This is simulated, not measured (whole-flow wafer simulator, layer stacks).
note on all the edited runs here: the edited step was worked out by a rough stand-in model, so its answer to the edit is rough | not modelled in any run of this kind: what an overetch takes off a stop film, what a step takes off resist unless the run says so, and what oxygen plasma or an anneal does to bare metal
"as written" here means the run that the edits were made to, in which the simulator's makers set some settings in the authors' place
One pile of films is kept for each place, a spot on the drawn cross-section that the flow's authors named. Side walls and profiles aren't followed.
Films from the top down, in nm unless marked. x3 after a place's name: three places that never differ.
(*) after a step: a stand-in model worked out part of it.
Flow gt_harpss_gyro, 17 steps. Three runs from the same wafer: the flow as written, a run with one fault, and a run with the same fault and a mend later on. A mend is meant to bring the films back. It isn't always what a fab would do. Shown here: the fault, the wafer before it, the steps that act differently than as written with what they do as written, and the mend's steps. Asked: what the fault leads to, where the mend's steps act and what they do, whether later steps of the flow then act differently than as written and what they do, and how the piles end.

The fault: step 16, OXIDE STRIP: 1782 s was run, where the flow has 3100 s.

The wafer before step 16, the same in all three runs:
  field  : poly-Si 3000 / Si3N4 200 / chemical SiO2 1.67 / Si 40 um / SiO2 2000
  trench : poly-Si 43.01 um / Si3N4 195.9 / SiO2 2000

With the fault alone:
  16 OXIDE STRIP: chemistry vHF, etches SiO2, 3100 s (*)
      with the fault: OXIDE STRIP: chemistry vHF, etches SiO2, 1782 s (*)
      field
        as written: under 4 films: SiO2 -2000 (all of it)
        with the fault: under 4 films: SiO2 -1381.9
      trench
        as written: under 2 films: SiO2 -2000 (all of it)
        with the fault: under 2 films: SiO2 -1381.9
  No later step of the flow acts differently than as written at any place that is followed.
  At the end the piles differ from the flow's by more than 2% or 0.5 nm, whichever is larger, at field, trench.
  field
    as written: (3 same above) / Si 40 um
    with the fault: (3 same above) / Si 40 um / SiO2 618.1
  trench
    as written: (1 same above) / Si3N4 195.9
    with the fault: (1 same above) / Si3N4 195.9 / SiO2 618.1

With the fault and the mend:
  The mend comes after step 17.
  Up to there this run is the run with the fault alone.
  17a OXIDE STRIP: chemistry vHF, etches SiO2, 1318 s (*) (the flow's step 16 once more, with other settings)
      field
        under 4 films: SiO2 -618.1 (all of it)
      trench
        under 2 films: SiO2 -618.1 (all of it)
  No later step of the flow acts differently than as written at any place that is followed.
  At the end the piles are the same as the flow's at every place that both follow.
